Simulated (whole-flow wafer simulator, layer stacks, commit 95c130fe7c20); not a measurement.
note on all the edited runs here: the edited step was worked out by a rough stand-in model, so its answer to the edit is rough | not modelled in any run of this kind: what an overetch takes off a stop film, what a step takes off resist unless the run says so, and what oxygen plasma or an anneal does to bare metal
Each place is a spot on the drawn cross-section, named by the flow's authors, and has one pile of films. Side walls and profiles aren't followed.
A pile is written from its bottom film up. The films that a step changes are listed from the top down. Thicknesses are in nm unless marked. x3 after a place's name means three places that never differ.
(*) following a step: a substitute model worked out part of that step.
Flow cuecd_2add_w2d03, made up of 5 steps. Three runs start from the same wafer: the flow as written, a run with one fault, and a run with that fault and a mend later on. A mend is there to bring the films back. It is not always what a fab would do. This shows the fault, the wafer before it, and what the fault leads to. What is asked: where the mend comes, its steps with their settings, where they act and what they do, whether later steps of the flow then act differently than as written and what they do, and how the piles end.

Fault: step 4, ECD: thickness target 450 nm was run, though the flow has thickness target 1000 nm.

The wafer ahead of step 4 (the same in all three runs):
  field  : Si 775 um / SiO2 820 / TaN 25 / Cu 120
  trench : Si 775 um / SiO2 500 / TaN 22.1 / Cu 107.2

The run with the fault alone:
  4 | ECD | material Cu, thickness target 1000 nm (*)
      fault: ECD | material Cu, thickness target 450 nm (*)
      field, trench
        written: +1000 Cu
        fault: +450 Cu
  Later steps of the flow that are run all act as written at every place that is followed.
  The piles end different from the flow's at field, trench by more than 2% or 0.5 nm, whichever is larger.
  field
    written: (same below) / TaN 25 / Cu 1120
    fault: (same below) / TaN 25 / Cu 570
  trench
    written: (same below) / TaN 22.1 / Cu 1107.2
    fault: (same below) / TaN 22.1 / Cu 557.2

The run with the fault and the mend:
  The mend follows step 5.
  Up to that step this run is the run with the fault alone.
  5a | ECD | material Cu, thickness target 550 nm (*) (the flow's step 4 again, with other settings)
      field, trench
        +550 Cu
  Later steps of the flow that are run all act as written at every place that is followed.
  The piles end the same as the flow's at every place that both follow.
